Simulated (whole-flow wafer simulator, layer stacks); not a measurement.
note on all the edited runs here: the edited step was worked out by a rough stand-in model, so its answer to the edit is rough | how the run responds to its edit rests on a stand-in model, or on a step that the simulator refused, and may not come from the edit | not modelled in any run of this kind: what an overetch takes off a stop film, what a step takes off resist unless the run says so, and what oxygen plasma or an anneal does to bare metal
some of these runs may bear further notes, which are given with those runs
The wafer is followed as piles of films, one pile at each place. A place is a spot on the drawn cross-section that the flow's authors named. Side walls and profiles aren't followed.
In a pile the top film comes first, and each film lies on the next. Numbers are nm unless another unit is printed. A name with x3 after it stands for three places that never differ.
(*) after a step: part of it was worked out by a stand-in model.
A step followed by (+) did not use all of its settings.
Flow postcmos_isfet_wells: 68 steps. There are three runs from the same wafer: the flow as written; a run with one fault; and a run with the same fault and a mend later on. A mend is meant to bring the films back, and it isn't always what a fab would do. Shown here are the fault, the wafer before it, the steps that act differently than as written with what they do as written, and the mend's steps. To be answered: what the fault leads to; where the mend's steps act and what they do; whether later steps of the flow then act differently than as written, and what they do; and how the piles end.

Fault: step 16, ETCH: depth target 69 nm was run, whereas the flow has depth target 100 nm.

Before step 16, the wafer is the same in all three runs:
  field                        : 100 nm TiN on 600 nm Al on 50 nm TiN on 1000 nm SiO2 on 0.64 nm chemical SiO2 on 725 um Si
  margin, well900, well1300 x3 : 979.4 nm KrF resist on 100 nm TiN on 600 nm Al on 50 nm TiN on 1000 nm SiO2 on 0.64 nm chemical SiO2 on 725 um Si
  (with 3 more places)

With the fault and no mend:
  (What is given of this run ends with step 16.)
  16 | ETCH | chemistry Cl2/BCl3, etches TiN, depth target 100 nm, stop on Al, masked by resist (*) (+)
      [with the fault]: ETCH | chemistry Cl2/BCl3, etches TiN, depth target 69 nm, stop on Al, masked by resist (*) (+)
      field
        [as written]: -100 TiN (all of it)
        [with the fault]: -69 TiN
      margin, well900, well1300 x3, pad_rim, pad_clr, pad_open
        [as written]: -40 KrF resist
        [with the fault]: -27.6 KrF resist
  Once step 16 is done, the piles at field depart from the flow's by more than 2% or 0.5 nm, whichever is larger.
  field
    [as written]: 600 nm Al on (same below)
    [with the fault]: 31 nm TiN on 600 nm Al on (same below)

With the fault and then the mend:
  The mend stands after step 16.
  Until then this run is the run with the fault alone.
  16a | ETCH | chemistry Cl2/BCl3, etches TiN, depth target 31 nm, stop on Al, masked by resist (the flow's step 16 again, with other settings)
      margin, well900, well1300 x3, pad_rim, pad_clr, pad_open
        -12.4 KrF resist
      field
        -31 TiN (all of it)
  Later steps of the flow that are run all act as written at every place that is followed.
  By the end, the piles equal the flow's at every place that both follow.
